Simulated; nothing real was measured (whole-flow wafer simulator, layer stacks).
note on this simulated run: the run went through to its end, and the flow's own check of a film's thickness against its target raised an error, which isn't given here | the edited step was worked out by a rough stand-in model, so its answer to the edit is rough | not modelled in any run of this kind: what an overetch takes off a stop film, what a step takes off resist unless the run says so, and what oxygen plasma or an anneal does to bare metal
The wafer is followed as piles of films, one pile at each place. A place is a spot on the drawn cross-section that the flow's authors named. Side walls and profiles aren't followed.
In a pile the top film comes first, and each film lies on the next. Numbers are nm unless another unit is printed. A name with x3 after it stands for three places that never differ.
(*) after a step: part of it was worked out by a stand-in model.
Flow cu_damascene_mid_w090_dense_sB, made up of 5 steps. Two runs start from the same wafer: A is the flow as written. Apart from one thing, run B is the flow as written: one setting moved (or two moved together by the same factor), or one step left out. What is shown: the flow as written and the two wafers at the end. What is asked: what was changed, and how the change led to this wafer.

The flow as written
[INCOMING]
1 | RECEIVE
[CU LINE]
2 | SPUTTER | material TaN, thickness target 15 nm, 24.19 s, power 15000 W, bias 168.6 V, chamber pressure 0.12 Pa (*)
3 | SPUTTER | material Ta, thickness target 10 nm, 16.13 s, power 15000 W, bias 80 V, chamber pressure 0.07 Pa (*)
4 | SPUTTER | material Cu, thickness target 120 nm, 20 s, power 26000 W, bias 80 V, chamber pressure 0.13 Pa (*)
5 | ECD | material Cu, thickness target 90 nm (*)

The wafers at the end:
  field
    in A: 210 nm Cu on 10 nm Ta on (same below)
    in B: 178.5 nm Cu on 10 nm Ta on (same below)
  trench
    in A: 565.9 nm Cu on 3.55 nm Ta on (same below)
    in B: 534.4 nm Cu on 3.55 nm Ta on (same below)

The reason: step 5, ECD: thickness target 58.5 nm was run, whereas the flow has thickness target 90 nm.

The path from the change to this, step by step:
  5 | ECD | material Cu, thickness target 90 nm (*)
      field: A Cu gains 90 | B Cu gains 58.5
      trench: A Cu gains 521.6 | B Cu gains 490.1
